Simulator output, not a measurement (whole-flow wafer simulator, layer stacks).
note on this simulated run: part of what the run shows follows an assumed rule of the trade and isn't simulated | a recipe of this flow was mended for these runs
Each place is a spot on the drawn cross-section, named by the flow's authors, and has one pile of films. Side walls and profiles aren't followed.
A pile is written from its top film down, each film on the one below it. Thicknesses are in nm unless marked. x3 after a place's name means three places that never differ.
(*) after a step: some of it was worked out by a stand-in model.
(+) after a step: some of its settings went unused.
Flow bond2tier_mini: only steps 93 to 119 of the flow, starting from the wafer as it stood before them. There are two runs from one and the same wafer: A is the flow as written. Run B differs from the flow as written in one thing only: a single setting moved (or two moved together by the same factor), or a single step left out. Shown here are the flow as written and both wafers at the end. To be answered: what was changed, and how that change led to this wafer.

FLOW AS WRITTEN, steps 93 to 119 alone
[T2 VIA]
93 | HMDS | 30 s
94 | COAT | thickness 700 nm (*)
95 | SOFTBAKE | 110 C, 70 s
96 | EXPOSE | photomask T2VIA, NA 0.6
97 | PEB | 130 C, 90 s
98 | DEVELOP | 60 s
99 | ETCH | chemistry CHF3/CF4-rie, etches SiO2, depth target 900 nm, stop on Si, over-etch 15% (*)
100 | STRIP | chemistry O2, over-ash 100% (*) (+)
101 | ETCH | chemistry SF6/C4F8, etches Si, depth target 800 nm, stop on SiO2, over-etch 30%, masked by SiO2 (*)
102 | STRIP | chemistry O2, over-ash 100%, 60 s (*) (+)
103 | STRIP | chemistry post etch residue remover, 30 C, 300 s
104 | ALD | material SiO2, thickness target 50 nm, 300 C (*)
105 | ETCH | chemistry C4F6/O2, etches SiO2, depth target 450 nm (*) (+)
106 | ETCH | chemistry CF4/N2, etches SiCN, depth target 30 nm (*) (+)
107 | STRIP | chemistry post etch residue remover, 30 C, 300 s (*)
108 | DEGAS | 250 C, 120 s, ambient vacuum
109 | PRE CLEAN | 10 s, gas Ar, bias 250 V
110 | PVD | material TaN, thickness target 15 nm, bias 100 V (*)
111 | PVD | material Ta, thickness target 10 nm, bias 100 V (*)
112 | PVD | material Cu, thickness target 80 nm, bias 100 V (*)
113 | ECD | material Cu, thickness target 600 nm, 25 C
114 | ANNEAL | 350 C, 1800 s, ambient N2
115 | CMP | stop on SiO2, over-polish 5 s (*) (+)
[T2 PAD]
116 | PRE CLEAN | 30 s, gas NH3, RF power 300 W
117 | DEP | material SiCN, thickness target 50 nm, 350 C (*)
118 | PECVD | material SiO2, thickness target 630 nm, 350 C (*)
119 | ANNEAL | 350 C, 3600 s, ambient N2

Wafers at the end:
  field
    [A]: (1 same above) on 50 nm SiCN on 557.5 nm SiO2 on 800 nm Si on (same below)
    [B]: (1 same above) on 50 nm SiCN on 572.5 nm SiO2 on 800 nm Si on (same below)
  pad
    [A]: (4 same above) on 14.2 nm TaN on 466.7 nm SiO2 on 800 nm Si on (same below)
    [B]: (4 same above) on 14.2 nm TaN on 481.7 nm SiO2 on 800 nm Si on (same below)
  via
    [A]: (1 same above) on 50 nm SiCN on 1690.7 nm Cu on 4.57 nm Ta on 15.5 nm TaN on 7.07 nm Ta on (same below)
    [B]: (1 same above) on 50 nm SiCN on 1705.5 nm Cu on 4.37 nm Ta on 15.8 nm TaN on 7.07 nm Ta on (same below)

The reason: step 104, ALD: thickness target 65 nm was run, while the flow as written has thickness target 50 nm.

How this came from the change, step by step:
  104 | ALD | material SiO2, thickness target 50 nm, 300 C (*)
      field, pad, via: A +50 SiO2 | B +65 SiO2
  105 | ETCH | chemistry C4F6/O2, etches SiO2, depth target 450 nm (*) (+)
      via: A -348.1 SiO2 (all of it), -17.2 SiCN | B -363.1 SiO2 (all of it), -14.6 SiCN
  106 | ETCH | chemistry CF4/N2, etches SiCN, depth target 30 nm (*) (+)
      via: A -17.6 SiCN (all of it), -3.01 TaN | B -20.2 SiCN (all of it), -2.4 TaN
  112 | PVD | material Cu, thickness target 80 nm, bias 100 V (*)
      via: A +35 Cu (new film) | B +33.3 Cu (new film)
